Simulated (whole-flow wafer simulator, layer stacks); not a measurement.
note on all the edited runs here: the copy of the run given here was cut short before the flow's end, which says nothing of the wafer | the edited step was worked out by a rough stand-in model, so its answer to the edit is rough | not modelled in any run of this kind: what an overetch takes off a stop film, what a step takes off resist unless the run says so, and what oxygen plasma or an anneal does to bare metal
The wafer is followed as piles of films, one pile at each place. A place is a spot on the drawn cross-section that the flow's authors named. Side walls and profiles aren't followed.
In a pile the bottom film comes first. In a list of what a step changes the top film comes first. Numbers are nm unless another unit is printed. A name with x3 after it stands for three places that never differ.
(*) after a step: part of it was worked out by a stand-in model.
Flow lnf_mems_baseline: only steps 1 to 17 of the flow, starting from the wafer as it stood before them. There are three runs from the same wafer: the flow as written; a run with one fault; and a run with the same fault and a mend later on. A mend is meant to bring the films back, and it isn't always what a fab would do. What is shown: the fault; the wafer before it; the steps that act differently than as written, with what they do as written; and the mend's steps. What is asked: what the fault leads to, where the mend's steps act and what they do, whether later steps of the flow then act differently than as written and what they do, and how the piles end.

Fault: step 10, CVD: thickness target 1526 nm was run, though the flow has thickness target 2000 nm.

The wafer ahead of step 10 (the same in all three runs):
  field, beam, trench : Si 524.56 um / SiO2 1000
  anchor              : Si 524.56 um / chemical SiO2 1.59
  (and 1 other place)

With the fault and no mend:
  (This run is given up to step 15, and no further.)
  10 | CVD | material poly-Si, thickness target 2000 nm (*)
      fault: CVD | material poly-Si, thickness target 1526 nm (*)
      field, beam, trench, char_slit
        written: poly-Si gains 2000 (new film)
        fault: poly-Si gains 1526 (new film)
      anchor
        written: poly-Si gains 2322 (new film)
        fault: poly-Si gains 1526 (new film)
  Steps later in the flow that act otherwise than as written (1 more step, not shown, differs only slightly: by at most 2% or 0.5 nm, whichever is larger):
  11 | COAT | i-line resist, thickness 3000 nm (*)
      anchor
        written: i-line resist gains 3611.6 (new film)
        fault: i-line resist gains 3915 (new film)
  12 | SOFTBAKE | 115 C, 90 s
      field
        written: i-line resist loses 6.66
        fault: i-line resist loses 8.53
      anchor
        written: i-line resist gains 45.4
        fault: i-line resist gains 58.4
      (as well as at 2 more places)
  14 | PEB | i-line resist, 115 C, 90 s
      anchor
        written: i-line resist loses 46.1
        fault: i-line resist loses 51.9
  The piles after step 15 differ from the flow's at field, anchor, beam, trench, char_slit by more than 2% or 0.5 nm, whichever is larger.
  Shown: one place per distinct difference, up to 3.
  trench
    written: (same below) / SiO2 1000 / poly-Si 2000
    fault: (same below) / SiO2 1000 / poly-Si 1526
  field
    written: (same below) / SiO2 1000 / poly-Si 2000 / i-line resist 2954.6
    fault: (same below) / SiO2 1000 / poly-Si 1526 / i-line resist 2951.6
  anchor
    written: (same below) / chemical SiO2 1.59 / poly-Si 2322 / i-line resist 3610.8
    fault: (same below) / chemical SiO2 1.59 / poly-Si 1526 / i-line resist 3921.4

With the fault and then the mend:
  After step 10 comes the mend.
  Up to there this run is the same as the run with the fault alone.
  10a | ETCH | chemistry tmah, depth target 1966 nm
      field, anchor, beam, trench, char_slit
        poly-Si loses 1526 (all of it)
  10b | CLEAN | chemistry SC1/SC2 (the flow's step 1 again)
      alters no film at any place that is followed
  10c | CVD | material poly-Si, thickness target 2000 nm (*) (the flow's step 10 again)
      field, beam, trench, char_slit
        poly-Si gains 2000 (new film)
      anchor
        poly-Si gains 2322 (new film)
  Later steps of the flow that are run all act as written at every place that is followed.
  The piles end the same as the flow's at every place that both follow.
